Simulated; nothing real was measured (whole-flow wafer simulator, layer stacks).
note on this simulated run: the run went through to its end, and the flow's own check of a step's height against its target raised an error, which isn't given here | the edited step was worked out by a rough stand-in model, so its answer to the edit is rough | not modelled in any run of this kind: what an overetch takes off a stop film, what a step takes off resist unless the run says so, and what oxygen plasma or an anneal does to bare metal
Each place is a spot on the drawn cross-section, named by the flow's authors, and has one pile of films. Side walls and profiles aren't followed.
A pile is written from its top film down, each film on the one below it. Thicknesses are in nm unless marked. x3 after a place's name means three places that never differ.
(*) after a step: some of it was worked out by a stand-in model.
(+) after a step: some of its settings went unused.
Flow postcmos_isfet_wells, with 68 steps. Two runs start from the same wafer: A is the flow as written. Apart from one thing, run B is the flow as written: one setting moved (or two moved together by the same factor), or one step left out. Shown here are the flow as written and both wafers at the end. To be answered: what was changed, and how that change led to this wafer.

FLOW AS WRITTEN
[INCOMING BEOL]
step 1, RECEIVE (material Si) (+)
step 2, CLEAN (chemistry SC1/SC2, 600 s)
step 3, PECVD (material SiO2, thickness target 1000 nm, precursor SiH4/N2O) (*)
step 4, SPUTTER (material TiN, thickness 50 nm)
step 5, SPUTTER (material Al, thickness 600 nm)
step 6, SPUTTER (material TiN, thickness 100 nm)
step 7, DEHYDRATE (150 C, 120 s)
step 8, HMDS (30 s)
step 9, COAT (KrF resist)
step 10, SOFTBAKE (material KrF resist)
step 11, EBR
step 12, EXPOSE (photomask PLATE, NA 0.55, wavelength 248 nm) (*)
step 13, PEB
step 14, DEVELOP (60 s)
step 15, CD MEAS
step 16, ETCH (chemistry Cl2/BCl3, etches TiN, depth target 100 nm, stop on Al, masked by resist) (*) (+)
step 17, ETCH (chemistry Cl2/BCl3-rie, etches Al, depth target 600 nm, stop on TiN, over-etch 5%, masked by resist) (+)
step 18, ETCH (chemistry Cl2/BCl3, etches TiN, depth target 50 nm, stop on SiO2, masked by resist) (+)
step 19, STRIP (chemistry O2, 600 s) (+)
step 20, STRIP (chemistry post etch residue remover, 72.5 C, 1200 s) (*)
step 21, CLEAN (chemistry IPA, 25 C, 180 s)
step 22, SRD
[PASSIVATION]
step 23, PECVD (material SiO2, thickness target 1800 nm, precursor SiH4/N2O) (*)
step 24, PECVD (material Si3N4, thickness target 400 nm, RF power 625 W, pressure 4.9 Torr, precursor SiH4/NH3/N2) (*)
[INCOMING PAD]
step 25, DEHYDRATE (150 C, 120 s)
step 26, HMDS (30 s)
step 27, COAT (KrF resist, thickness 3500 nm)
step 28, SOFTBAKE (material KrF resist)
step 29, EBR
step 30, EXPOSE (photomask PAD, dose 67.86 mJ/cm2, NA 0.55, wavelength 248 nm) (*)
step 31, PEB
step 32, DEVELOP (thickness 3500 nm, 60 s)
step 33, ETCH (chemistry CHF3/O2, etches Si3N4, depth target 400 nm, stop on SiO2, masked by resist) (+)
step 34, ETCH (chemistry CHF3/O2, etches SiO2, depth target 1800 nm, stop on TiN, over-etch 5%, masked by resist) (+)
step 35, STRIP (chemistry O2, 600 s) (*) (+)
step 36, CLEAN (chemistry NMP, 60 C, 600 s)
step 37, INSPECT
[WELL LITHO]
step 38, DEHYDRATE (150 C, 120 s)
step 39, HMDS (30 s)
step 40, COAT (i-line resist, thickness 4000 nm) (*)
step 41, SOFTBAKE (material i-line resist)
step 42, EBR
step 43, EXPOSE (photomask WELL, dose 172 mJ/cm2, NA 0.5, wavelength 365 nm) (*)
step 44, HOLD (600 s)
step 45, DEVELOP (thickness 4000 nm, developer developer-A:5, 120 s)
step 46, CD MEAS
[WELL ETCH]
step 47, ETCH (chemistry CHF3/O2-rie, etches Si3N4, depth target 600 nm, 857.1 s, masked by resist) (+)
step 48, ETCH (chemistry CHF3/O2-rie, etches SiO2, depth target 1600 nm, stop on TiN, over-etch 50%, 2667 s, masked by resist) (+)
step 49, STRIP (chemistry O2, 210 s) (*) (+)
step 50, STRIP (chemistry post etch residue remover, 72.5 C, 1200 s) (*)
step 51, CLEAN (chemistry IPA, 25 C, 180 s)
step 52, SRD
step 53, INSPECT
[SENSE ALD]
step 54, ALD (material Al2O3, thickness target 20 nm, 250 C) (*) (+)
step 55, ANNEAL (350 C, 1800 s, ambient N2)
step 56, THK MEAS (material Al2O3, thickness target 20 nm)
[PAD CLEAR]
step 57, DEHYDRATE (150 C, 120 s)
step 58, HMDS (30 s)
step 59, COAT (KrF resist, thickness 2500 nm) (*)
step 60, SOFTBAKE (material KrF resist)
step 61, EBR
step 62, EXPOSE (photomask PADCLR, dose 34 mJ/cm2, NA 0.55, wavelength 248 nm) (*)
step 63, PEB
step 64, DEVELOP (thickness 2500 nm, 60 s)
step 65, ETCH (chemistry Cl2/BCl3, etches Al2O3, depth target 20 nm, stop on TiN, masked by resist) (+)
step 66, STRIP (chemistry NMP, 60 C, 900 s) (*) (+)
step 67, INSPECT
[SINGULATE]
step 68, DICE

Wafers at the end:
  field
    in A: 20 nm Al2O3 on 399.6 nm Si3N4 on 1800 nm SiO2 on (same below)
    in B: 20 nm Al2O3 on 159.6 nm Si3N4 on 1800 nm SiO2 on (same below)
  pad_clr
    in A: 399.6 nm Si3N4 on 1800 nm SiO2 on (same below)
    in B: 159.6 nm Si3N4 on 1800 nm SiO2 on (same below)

Cause: step 24, PECVD: thickness target 160 nm was run, while the flow as written has thickness target 400 nm.

Step by step, how the change led to this:
  step 24, PECVD (material Si3N4, thickness target 400 nm, RF power 625 W, pressure 4.9 Torr, precursor SiH4/NH3/N2) (*)
      field, margin, well900, well1300 x3, pad_rim, pad_clr, pad_open: A Si3N4 gains 400 (new film) | B Si3N4 gains 160 (new film)
  step 33, ETCH (chemistry CHF3/O2, etches Si3N4, depth target 400 nm, stop on SiO2, masked by resist) (+)
      field, margin, well900, well1300 x3, pad_rim, pad_clr: A KrF resist loses 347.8 | B KrF resist loses 208.7
      pad_open: A Si3N4 loses 400 (all of it) | B Si3N4 loses 160 (all of it)
  step 35, STRIP (chemistry O2, 600 s) (*) (+)
      field, margin, well900, well1300 x3, pad_rim, pad_clr: A KrF resist loses 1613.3 (all of it) | B KrF resist loses 1752.4 (all of it)
  step 40, COAT (i-line resist, thickness 4000 nm) (*)
      pad_clr: A i-line resist gains 3256.8 (new film) | B i-line resist gains 3331.9 (new film)
  step 41, SOFTBAKE (material i-line resist)
      pad_clr: A i-line resist loses 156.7 | B i-line resist loses 133
      pad_open: A i-line resist gains 115.3 | B i-line resist gains 104.6
  step 47, ETCH (chemistry CHF3/O2-rie, etches Si3N4, depth target 600 nm, 857.1 s, masked by resist) (+)
      well900, well1300 x3: A Si3N4 loses 400 (all of it), SiO2 loses 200 | B Si3N4 loses 160 (all of it), SiO2 loses 440
  step 48, ETCH (chemistry CHF3/O2-rie, etches SiO2, depth target 1600 nm, stop on TiN, over-etch 50%, 2667 s, masked by resist) (+)
      well900, well1300 x3: A SiO2 loses 1600 (all of it) | B SiO2 loses 1360 (all of it)
  step 49, STRIP (chemistry O2, 210 s) (*) (+)
      pad_clr: A i-line resist loses 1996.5 (all of it) | B i-line resist loses 2095.3 (all of it)
      pad_open: A i-line resist loses 3816.3 (all of it) | B i-line resist loses 3719.4 (all of it)
  step 59, COAT (KrF resist, thickness 2500 nm) (*)
      field: A KrF resist gains 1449 (new film) | B KrF resist gains 1563.6 (new film)
      margin: A KrF resist gains 1448.9 (new film) | B KrF resist gains 1563.6 (new film)
      (also at 2 further places)
  step 63, PEB
      field, margin: A KrF resist loses 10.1 | B KrF resist loses 10.9
      pad_clr: A KrF resist loses 11.8 | B KrF resist loses 12.4
  step 64, DEVELOP (thickness 2500 nm, 60 s)
      pad_clr: A KrF resist loses 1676 (all of it) | B KrF resist loses 1756.4 (all of it)
  step 66, STRIP (chemistry NMP, 60 C, 900 s) (*) (+)
      field: A KrF resist loses 1400.1 (all of it) | B KrF resist loses 1514 (all of it)
      margin: A KrF resist loses 1400.1 (all of it) | B KrF resist loses 1513.9 (all of it)
      (also at 1 further place)
